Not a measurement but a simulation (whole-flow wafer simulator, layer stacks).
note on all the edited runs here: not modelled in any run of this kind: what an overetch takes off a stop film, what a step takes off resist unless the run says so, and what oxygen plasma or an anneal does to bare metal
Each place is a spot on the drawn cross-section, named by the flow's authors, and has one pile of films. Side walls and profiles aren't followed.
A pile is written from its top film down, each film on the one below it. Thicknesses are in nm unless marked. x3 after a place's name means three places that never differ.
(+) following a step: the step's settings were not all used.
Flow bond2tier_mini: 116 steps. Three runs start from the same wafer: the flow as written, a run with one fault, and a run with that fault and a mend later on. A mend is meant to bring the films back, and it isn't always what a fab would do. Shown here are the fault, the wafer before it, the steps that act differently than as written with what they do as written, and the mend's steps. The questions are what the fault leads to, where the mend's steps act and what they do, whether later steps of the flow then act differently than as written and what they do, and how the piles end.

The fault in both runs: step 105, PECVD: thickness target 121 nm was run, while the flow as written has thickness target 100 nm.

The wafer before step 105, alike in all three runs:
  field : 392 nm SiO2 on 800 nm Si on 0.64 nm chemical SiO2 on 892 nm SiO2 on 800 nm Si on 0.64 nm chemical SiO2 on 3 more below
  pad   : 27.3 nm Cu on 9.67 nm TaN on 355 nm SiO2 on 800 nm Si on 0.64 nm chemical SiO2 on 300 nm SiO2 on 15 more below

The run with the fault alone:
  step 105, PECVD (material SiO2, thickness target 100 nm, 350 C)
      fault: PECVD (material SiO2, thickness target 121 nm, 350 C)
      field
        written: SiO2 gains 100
        fault: SiO2 gains 121
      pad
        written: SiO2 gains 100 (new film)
        fault: SiO2 gains 121 (new film)
  Later steps of the flow acting differently than as written:
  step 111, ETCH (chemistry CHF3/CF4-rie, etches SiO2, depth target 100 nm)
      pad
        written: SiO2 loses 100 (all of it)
        fault: SiO2 loses 100
  At field, pad, the piles at the end differ from the flow's by more than 2% or 0.5 nm, whichever is larger.
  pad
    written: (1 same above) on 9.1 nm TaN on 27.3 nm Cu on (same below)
    fault: (1 same above) on 9.1 nm TaN on 21 nm SiO2 on 27.3 nm Cu on (same below)
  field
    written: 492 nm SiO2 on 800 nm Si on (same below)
    fault: 513 nm SiO2 on 800 nm Si on (same below)

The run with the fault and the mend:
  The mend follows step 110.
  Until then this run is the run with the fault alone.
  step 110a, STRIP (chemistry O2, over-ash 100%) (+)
      field
        KrF resist loses 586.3 (all of it)
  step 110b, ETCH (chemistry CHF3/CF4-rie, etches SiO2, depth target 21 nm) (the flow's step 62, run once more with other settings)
      field, pad
        SiO2 loses 21
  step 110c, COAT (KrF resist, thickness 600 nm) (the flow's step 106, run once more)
      field, pad
        KrF resist gains 600 (new film)
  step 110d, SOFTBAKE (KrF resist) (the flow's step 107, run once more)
      alters no film at any place that is followed
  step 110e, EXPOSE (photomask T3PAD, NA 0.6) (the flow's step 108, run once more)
      alters no film at any place that is followed
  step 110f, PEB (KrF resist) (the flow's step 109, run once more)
      alters no film at any place that is followed
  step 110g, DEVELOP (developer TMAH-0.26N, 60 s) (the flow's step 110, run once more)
      field
        KrF resist loses 13.7
      pad
        KrF resist loses 600 (all of it)
  Every later step of the flow that is run acts as written at every place that is followed.
  At every place that both follow, the piles at the end match the flow's.
